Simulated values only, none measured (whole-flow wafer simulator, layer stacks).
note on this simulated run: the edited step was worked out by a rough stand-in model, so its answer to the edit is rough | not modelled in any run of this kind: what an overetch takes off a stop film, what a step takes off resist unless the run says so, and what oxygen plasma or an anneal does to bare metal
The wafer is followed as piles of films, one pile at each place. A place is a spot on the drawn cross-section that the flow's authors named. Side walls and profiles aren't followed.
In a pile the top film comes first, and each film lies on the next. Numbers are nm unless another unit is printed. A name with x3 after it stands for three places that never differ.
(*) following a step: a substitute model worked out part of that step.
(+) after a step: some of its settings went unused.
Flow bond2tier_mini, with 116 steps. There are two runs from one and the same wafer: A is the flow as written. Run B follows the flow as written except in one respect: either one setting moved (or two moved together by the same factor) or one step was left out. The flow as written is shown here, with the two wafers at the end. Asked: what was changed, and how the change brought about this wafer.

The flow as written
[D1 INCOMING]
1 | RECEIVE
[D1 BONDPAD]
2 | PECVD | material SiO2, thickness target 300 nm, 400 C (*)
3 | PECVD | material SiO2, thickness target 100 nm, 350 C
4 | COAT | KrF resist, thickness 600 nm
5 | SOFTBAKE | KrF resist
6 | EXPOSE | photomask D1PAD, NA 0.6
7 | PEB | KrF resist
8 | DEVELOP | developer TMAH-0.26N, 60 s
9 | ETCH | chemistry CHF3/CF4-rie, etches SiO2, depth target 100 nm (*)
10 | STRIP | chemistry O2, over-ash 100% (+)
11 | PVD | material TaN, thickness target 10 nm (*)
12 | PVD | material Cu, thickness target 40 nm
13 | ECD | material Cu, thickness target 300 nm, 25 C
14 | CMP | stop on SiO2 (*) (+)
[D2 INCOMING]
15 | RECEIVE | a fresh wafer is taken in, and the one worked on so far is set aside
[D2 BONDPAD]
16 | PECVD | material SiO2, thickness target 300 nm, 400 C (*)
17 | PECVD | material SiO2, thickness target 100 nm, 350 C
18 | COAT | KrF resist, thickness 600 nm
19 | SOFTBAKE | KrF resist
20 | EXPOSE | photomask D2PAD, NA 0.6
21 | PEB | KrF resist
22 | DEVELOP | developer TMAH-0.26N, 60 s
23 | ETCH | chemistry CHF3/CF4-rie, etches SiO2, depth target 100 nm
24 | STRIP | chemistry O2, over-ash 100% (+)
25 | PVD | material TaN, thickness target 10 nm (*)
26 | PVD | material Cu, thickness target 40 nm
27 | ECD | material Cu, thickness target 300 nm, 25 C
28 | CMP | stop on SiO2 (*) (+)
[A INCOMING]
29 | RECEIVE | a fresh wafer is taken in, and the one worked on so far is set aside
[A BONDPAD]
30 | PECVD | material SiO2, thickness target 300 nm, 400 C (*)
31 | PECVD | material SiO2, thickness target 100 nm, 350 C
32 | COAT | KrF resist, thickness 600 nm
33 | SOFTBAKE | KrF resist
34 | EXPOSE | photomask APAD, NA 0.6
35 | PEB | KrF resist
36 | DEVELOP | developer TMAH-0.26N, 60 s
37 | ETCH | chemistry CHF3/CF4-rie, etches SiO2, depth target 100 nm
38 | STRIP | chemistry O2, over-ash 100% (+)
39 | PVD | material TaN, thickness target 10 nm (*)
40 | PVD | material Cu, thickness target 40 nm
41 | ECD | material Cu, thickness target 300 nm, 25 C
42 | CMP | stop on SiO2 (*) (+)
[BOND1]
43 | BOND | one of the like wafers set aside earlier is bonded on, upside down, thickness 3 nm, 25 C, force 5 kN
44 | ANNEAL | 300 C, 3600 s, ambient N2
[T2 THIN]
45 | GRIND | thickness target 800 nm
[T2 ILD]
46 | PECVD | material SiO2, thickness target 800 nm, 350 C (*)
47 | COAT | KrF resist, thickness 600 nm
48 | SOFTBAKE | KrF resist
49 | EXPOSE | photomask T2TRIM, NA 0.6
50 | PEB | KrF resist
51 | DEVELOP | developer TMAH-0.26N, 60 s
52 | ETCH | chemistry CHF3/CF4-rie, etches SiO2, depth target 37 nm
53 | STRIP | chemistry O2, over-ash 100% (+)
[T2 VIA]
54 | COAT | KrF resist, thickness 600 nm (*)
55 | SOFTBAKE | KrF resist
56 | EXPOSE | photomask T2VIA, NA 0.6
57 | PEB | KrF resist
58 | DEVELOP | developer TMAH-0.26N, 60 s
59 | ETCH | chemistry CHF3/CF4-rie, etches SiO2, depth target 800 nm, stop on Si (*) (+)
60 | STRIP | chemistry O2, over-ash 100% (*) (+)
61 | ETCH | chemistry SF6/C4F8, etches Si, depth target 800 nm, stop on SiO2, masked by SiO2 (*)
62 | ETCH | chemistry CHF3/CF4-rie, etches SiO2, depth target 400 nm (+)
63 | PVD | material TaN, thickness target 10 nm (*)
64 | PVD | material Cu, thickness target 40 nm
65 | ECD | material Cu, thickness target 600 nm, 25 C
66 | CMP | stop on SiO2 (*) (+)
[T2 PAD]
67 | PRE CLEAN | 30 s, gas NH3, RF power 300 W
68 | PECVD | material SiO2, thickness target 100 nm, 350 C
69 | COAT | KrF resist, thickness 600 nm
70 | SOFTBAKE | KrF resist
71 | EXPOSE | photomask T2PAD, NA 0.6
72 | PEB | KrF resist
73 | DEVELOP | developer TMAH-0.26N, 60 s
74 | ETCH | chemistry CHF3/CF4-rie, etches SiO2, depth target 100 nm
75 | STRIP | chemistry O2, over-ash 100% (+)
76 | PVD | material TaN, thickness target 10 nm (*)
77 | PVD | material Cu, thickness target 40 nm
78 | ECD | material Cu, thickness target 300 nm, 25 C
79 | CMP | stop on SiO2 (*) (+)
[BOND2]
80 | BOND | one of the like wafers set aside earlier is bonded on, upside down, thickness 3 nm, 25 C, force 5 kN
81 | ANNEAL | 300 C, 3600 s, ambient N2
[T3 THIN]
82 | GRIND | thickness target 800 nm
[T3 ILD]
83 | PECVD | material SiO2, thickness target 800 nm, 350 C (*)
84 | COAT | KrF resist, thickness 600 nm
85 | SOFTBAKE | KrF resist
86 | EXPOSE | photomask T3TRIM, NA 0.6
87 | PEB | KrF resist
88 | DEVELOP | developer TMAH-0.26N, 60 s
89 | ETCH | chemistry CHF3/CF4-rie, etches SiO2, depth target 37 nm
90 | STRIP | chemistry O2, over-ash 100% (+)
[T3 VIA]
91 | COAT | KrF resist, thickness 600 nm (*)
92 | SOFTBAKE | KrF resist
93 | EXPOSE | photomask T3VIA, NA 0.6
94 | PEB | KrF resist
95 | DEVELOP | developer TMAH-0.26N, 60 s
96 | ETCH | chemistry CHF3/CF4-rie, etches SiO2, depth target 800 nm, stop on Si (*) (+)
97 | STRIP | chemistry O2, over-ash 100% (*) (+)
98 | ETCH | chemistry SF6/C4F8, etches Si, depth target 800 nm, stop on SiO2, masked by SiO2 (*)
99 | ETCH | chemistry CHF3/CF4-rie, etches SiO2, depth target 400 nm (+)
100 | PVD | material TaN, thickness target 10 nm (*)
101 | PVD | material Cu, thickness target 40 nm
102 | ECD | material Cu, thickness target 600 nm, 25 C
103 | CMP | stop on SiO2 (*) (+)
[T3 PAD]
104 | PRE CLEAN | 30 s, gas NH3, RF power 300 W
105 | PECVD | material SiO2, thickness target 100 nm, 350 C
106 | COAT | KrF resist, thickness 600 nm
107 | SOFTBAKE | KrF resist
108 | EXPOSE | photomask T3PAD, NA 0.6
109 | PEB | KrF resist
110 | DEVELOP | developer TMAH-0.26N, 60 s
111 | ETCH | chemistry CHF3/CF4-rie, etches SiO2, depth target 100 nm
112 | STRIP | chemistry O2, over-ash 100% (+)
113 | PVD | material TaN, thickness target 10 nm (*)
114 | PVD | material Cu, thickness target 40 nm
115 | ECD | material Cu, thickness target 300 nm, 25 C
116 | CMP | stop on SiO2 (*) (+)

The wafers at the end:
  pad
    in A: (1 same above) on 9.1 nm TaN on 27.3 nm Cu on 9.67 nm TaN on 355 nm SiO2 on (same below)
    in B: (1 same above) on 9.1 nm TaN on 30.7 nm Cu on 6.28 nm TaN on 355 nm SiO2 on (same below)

Cause: step 100, PVD: thickness target 6.5 nm was run, though the flow has thickness target 10 nm.

Step by step, how the change led to this:
  100 | PVD | material TaN, thickness target 10 nm (*)
      field: A +10 TaN (new film) | B +6.5 TaN (new film)
      pad: A +9.67 TaN (new film) | B +6.28 TaN (new film)
  103 | CMP | stop on SiO2 (*) (+)
      field: A -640 Cu (all of it), -10 TaN (all of it) | B -640 Cu (all of it), -6.5 TaN (all of it)
